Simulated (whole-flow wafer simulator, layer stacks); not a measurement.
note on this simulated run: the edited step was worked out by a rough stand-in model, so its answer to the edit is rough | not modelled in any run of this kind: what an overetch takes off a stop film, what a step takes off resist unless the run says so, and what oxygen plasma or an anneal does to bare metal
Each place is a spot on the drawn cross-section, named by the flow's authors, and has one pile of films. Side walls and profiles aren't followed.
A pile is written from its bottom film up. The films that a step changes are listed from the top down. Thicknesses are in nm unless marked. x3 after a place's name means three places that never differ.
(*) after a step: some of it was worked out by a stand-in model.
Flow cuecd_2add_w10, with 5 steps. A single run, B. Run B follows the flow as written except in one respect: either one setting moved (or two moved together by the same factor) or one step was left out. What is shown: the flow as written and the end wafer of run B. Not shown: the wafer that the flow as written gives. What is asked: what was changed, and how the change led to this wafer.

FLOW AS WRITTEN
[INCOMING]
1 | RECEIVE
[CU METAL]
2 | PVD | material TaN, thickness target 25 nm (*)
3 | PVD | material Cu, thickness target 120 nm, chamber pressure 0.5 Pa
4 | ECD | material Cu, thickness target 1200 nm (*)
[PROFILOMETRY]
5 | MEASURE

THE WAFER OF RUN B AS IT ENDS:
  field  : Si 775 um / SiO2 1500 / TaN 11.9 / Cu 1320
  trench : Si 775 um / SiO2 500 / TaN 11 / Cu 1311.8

What caused this: step 2, PVD: thickness target 11.9 nm was run, whereas the flow has thickness target 25 nm.
The wafer itself shows it: field has TaN 11.9, and step 2 as written asks for 25 nm.

How this came from the change, step by step:
  2 | PVD | material TaN, thickness target 25 nm (*)
      field: +11.9 TaN (new film) (as written it would have been: +25 TaN (new film))
      trench: +11 TaN (new film) (as written it would have been: +23.2 TaN (new film))
